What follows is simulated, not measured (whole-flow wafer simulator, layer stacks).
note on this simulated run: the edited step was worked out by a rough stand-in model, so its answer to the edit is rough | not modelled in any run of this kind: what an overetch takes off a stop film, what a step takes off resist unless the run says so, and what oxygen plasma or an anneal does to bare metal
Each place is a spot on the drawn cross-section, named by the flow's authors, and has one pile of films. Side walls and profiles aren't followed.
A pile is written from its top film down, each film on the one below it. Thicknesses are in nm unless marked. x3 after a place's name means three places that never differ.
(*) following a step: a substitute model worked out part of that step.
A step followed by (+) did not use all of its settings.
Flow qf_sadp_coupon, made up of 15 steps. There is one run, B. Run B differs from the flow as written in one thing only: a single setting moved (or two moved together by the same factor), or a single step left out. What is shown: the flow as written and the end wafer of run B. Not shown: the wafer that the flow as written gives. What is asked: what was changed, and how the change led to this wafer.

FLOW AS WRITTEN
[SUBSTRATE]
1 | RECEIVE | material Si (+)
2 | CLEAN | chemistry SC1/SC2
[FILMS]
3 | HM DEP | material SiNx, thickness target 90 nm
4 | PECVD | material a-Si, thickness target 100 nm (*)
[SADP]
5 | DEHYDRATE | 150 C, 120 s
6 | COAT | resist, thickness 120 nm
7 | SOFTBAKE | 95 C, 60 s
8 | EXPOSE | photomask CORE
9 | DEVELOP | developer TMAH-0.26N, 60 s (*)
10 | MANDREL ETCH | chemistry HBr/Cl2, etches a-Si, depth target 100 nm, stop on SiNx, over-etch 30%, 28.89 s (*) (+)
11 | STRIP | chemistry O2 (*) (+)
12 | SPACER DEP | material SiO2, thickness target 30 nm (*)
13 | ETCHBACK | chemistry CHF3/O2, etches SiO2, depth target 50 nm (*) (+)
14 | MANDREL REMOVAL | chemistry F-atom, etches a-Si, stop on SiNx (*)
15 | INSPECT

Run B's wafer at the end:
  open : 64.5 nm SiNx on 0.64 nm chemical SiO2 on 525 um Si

What caused this: step 4, PECVD: thickness target 85 nm was run, whereas the flow has thickness target 100 nm.

How this came from the change, step by step:
  4 | PECVD | material a-Si, thickness target 100 nm (*)
      m, open: +85 a-Si (new film) (it would be, as written: +100 a-Si (new film))
  10 | MANDREL ETCH | chemistry HBr/Cl2, etches a-Si, depth target 100 nm, stop on SiNx, over-etch 30%, 28.89 s (*) (+)
      open: -85 a-Si (all of it), -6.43 SiNx (it would be, as written: -100 a-Si (all of it), -4.29 SiNx)
  14 | MANDREL REMOVAL | chemistry F-atom, etches a-Si, stop on SiNx (*)
      m: -80.8 a-Si (all of it) (it would be, as written: -95.8 a-Si (all of it))
